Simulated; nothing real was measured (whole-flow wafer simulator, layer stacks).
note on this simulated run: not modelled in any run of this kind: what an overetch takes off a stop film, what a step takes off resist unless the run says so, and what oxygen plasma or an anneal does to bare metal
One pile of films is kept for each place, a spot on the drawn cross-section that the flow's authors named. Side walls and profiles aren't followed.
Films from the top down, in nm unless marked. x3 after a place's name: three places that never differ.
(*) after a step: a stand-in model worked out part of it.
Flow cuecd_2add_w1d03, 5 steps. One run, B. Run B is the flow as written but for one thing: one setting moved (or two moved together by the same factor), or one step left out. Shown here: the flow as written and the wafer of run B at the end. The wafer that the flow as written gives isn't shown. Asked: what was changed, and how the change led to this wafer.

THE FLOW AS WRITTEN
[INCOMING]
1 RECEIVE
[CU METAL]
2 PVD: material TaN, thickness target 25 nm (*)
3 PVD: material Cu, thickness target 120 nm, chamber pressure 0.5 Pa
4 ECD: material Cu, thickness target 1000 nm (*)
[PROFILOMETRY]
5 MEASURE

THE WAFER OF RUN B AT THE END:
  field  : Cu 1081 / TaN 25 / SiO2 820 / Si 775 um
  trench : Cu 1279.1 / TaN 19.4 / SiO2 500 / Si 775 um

The cause: step 3, PVD: thickness target 81 nm was run, where the flow has thickness target 120 nm.

How the change led to this, step by step:
  3 PVD: material Cu, thickness target 120 nm, chamber pressure 0.5 Pa
      field: Cu +81 (new film) (as written it would be: Cu +120 (new film))
      trench: Cu +63.1 (new film) (as written it would be: Cu +93.4 (new film))
